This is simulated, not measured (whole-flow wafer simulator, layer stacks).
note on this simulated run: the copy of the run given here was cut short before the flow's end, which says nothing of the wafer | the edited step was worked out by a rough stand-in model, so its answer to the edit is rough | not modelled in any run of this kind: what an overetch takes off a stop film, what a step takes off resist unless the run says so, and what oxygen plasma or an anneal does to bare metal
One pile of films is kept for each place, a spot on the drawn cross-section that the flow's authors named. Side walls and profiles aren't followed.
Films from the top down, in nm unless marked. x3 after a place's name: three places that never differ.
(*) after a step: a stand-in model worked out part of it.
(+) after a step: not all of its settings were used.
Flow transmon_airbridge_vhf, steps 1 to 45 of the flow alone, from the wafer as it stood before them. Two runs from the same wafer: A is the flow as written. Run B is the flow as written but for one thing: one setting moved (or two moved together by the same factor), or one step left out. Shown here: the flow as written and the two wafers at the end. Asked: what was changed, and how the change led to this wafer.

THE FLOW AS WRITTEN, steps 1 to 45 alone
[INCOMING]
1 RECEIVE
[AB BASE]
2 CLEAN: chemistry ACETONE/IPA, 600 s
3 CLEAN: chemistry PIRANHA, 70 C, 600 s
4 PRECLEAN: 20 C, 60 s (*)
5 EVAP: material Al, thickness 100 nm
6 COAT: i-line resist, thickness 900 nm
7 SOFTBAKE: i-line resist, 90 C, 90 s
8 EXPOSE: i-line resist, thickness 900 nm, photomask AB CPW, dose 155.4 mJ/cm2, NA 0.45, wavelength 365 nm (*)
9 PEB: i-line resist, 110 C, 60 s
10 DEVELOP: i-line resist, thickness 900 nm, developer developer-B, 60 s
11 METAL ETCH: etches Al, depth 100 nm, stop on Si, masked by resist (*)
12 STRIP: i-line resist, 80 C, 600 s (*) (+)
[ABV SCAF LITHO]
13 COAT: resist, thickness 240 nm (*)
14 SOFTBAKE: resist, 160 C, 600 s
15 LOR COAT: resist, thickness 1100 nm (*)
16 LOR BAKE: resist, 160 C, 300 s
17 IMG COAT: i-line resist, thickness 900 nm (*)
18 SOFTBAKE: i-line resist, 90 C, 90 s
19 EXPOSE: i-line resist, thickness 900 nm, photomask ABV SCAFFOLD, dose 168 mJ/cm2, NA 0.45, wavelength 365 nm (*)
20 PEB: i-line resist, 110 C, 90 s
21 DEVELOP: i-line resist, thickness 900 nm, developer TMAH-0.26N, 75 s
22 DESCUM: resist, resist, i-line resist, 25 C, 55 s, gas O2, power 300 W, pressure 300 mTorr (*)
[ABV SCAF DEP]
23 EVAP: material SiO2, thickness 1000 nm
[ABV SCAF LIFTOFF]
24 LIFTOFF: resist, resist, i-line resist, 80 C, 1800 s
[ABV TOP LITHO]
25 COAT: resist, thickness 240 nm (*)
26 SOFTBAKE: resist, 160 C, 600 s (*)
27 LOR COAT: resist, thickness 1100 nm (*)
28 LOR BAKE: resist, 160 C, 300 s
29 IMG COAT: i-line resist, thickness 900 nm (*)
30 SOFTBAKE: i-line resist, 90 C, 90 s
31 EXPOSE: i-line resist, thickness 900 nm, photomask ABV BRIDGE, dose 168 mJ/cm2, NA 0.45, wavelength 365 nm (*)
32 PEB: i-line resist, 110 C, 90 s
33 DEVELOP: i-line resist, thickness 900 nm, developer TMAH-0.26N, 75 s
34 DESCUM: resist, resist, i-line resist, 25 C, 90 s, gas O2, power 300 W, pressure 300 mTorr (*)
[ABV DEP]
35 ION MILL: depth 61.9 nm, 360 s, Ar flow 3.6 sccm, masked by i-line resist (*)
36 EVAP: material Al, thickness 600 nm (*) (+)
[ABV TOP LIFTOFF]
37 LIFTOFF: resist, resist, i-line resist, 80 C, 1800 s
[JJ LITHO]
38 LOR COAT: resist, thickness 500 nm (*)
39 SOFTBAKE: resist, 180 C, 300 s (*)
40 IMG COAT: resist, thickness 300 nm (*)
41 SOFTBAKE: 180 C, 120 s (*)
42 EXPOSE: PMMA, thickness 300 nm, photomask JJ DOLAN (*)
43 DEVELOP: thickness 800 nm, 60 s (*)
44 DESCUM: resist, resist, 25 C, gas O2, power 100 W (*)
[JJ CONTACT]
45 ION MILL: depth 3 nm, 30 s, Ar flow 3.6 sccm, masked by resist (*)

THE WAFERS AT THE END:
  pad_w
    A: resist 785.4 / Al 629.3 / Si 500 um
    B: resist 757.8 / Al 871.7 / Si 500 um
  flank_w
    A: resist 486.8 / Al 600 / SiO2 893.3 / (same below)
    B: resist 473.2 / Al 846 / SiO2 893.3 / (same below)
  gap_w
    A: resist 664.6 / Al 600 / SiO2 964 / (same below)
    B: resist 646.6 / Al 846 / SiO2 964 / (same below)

The cause: step 36, EVAP: thickness 846 nm was run, where the flow has thickness 600 nm.
It can be read off the wafer: flank_w has Al 846, and step 36 as written asks for 600 nm.

How the change led to this, step by step:
  36 EVAP: material Al, thickness 600 nm (*) (+)
      field x3, jj_line, ground_far and 10 more: A Al +600 (new film) | B Al +846 (new film)
      pad_w, pad_e: A Al +591.2 | B Al +833.6
  37 LIFTOFF: resist, resist, i-line resist, 80 C, 1800 s
      field x3, jj_line, trace_open_s x2: A Al -600 (all of it), i-line resist -600 (all of it), resist -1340 (all of it) | B Al -846 (all of it), i-line resist -600 (all of it), resist -1340 (all of it)
      margin_s, margin_n: A Al -600 (all of it), i-line resist -318.3 (all of it), resist -992 (all of it) | B Al -846 (all of it), i-line resist -318.3 (all of it), resist -992 (all of it)
      (and at 1 more place)
  38 LOR COAT: resist, thickness 500 nm (*)
      pad_w, pad_e: A resist +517 (new film) | B resist +499.2 (new film)
      gap_w, gap_e: A resist +450.7 (new film) | B resist +440.9 (new film)
      (and at 4 more places)
  40 IMG COAT: resist, thickness 300 nm (*)
      pad_w, pad_e: A resist +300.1 | B resist +290.4
      flank_w, flank_e: A resist +212.1 | B resist +204
      (and at 4 more places)
